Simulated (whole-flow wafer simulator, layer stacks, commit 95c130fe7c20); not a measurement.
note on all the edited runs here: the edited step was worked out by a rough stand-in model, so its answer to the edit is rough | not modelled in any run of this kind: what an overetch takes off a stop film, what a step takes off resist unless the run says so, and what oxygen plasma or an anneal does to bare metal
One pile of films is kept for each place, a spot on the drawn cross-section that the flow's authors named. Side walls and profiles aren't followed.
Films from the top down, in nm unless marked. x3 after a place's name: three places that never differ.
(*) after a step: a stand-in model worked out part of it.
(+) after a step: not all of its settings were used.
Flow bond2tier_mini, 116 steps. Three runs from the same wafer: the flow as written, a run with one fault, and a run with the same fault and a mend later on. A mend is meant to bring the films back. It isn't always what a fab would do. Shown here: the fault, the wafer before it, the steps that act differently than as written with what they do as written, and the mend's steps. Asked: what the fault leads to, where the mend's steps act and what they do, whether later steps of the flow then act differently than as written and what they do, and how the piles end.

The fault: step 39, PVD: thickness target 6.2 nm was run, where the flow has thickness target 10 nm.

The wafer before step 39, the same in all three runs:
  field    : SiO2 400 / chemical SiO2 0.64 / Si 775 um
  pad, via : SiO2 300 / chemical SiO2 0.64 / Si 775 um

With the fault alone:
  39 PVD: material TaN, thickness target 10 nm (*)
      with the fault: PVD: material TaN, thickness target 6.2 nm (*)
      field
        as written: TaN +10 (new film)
        with the fault: TaN +6.2 (new film)
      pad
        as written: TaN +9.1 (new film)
        with the fault: TaN +5.64 (new film)
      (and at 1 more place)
  Later steps of the flow that act differently than as written (1 more step differs only slightly, by at most 2% or 0.5 nm, whichever is larger, and isn't shown):
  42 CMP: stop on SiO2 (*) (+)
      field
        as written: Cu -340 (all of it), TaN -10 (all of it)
        with the fault: Cu -340 (all of it), TaN -6.2 (all of it)
  At the end the piles differ from the flow's by more than 2% or 0.5 nm, whichever is larger, at pad.
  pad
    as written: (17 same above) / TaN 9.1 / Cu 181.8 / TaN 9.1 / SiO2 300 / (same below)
    with the fault: (17 same above) / TaN 9.1 / Cu 185.3 / TaN 5.64 / SiO2 300 / (same below)

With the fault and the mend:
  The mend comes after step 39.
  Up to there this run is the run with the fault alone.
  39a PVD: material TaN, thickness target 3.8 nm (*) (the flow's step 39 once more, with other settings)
      field
        TaN +3.8
      pad
        TaN +3.46
      via
        TaN +3.79
  No later step of the flow acts differently than as written at any place that is followed.
  At the end the piles are the same as the flow's at every place that both follow.
